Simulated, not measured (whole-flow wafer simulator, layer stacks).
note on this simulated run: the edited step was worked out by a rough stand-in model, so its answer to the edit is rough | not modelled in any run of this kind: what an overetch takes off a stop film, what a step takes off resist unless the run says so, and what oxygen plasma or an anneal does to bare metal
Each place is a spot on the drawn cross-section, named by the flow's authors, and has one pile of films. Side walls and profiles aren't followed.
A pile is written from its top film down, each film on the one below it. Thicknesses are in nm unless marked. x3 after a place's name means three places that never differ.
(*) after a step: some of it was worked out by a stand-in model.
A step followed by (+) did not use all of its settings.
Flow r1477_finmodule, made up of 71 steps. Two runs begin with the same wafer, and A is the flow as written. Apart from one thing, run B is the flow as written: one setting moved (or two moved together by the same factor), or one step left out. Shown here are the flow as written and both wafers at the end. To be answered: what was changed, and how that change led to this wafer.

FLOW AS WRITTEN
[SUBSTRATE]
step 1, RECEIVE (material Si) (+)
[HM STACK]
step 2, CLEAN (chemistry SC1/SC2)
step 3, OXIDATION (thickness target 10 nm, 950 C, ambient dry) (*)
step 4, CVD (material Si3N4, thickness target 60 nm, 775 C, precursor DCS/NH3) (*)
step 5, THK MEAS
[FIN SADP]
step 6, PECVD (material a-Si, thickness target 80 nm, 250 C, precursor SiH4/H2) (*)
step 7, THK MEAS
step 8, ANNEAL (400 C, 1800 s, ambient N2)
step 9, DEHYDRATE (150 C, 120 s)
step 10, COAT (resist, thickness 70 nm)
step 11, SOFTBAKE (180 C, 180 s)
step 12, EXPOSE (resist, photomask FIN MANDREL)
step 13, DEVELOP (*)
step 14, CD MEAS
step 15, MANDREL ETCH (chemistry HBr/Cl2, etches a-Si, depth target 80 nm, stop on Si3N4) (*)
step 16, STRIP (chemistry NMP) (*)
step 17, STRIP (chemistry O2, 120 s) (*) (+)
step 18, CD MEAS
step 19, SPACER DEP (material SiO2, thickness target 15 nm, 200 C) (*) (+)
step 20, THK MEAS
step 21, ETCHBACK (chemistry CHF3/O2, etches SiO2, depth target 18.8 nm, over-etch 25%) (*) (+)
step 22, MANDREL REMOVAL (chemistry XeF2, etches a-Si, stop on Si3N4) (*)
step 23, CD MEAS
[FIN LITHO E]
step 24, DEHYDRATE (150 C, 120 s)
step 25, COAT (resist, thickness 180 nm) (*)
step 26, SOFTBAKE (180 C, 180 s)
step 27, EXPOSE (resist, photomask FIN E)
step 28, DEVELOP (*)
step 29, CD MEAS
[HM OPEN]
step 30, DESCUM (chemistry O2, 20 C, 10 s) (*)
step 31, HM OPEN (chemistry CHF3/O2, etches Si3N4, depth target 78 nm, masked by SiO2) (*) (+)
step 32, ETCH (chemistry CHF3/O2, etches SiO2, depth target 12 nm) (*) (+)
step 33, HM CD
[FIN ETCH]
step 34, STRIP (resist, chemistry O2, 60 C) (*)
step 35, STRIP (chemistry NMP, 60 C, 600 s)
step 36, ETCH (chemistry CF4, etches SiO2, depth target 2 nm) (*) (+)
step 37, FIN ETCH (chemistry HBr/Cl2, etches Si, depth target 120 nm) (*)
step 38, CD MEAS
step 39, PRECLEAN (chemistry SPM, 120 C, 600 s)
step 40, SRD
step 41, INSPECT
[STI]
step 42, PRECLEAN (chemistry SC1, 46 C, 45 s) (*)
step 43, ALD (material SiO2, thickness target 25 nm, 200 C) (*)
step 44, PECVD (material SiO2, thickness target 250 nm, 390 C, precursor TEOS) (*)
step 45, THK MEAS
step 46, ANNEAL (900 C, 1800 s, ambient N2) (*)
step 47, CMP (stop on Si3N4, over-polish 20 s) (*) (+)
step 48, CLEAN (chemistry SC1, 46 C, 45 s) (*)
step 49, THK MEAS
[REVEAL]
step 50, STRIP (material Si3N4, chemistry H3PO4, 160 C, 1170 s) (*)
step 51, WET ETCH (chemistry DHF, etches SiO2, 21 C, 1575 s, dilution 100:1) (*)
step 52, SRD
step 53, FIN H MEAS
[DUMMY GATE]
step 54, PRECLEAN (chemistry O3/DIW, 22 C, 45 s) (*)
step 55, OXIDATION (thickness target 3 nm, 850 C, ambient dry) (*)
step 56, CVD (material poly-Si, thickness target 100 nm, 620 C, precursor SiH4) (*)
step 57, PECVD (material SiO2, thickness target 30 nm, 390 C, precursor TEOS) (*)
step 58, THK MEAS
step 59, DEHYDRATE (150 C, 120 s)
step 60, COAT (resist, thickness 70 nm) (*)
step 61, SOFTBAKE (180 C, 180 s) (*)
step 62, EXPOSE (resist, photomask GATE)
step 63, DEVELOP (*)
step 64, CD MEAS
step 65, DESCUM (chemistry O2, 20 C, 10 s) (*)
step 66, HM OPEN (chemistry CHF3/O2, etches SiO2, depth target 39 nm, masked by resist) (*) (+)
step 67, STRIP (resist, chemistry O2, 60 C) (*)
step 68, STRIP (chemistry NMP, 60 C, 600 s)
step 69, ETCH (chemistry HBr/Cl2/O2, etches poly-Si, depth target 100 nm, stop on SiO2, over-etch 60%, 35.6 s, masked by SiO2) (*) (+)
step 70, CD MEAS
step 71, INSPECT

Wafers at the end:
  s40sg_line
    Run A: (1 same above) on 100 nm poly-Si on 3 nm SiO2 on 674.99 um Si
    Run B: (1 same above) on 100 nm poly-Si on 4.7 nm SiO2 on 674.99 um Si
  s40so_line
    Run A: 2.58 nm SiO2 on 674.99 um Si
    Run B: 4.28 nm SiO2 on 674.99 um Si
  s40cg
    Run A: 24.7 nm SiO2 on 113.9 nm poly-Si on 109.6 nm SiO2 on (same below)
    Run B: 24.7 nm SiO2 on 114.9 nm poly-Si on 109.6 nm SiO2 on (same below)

The reason: step 55, OXIDATION: thickness target 4.7 nm was run, while the flow as written has thickness target 3 nm.
The wafer lets one read it off: s40sg_line has SiO2 4.7, and step 55 as written asks for 3 nm.

Step by step, how the change led to this:
  step 55, OXIDATION (thickness target 3 nm, 850 C, ambient dry) (*)
      s40sg_line, s45sg_line, s50sg_line, s40so_line, s45so_line, s50so_line: A +3 SiO2 (new film), -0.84 chemical SiO2 (all of it), -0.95 Si | B +4.7 SiO2 (new film), -0.84 chemical SiO2 (all of it), -1.7 Si
  step 67, STRIP (resist, chemistry O2, 60 C) (*)
      s40sg: A -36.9 resist (all of it) | B -37.8 resist (all of it)
      s45sg: A -36.9 resist (all of it) | B -37.7 resist (all of it)
      (also at 1 further place)
